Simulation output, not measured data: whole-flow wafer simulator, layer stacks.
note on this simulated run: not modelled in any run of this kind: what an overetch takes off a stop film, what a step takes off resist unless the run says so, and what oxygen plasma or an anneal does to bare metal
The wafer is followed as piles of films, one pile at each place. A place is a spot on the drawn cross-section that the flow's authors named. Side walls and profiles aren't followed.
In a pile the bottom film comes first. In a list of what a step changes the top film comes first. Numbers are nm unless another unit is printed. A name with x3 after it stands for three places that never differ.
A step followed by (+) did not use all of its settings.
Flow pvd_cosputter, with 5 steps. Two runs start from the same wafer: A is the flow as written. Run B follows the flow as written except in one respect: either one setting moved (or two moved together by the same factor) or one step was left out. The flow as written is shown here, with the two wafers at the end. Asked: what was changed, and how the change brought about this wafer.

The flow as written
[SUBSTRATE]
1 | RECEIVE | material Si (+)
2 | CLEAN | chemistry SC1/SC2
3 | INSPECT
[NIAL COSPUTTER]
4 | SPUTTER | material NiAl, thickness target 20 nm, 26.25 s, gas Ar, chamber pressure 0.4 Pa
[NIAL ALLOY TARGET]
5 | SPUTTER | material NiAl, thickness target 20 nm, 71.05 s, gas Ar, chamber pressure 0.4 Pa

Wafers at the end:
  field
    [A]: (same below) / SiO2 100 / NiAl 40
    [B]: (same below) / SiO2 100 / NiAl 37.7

What caused this: step 5, SPUTTER: thickness target 17.68 nm was run, while the flow as written has thickness target 20 nm; step 5, SPUTTER: 62.81 s was run, where the flow has 71.05 s.

How this came from the change, step by step:
  5 | SPUTTER | material NiAl, thickness target 20 nm, 71.05 s, gas Ar, chamber pressure 0.4 Pa
      field: A +20 NiAl | B +17.7 NiAl
